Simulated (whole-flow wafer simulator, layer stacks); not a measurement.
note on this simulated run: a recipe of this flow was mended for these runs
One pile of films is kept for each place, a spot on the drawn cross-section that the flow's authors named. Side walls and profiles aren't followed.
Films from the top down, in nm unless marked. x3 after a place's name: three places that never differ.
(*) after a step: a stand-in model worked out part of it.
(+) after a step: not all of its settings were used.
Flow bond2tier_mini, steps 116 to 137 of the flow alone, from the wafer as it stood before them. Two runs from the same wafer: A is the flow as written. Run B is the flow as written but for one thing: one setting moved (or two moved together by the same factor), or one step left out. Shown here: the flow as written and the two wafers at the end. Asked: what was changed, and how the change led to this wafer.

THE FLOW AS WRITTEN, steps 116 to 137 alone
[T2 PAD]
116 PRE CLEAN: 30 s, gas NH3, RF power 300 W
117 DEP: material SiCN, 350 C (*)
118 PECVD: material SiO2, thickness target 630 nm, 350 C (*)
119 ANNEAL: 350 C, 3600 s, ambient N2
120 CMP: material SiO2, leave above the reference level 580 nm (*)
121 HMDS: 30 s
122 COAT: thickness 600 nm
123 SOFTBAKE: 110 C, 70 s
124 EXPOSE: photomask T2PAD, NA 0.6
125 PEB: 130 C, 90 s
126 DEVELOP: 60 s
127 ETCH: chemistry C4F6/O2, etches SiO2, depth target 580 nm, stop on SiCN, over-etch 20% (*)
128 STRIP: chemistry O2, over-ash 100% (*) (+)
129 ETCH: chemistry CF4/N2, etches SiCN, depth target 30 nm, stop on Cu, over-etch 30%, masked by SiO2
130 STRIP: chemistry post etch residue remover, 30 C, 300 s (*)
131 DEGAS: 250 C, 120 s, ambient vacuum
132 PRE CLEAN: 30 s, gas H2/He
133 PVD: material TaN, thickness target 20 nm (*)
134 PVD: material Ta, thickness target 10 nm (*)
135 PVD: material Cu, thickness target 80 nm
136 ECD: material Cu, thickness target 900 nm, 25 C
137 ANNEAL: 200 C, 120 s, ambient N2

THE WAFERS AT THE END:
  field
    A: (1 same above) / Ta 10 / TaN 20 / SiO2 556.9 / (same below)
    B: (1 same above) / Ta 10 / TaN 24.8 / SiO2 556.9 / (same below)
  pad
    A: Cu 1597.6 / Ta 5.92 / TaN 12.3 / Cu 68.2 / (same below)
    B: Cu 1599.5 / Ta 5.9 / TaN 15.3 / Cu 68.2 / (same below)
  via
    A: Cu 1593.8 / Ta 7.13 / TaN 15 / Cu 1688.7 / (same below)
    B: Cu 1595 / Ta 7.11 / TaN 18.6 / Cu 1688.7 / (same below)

The cause: step 133, PVD: thickness target 24.8 nm was run, where the flow has thickness target 20 nm.
It can be read off the wafer: field has TaN 24.8, and step 133 as written asks for 20 nm.

How the change led to this, step by step:
  133 PVD: material TaN, thickness target 20 nm (*)
      field: A TaN +20 (new film) | B TaN +24.8 (new film)
      pad: A TaN +12.3 (new film) | B TaN +15.3 (new film)
      (and at 1 more place)
